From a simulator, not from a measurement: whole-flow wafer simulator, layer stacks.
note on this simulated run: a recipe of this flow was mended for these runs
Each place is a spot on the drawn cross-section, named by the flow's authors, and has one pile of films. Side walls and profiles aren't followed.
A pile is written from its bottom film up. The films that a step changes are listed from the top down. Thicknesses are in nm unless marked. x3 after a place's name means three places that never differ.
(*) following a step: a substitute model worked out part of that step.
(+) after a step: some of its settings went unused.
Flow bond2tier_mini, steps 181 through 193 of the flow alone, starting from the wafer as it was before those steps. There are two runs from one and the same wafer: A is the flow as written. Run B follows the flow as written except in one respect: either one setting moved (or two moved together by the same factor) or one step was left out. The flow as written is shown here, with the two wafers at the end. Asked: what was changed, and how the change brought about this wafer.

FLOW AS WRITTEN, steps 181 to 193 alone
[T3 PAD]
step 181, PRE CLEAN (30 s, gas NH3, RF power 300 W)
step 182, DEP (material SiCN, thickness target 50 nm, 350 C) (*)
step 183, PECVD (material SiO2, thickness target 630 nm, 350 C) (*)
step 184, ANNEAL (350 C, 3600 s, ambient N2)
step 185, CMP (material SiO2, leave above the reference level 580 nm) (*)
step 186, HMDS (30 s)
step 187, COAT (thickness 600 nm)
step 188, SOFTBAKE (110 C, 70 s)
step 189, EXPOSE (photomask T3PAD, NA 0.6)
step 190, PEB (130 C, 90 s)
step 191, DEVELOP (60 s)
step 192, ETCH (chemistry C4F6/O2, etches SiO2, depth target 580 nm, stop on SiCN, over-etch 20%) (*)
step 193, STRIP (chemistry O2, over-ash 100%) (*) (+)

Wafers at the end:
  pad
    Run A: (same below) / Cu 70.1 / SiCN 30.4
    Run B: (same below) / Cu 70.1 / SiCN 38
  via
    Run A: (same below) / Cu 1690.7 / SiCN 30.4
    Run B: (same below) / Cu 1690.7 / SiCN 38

Cause: step 192, ETCH: over-etch 12.3% was run, whereas the flow has over-etch 20%.

How this came from the change, step by step:
  step 192, ETCH (chemistry C4F6/O2, etches SiO2, depth target 580 nm, stop on SiCN, over-etch 20%) (*)
      pad, via: A SiO2 loses 580 (all of it), SiCN loses 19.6 | B SiO2 loses 580 (all of it), SiCN loses 12
      field: A thick-KrF-resist loses 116 | B thick-KrF-resist loses 108.6
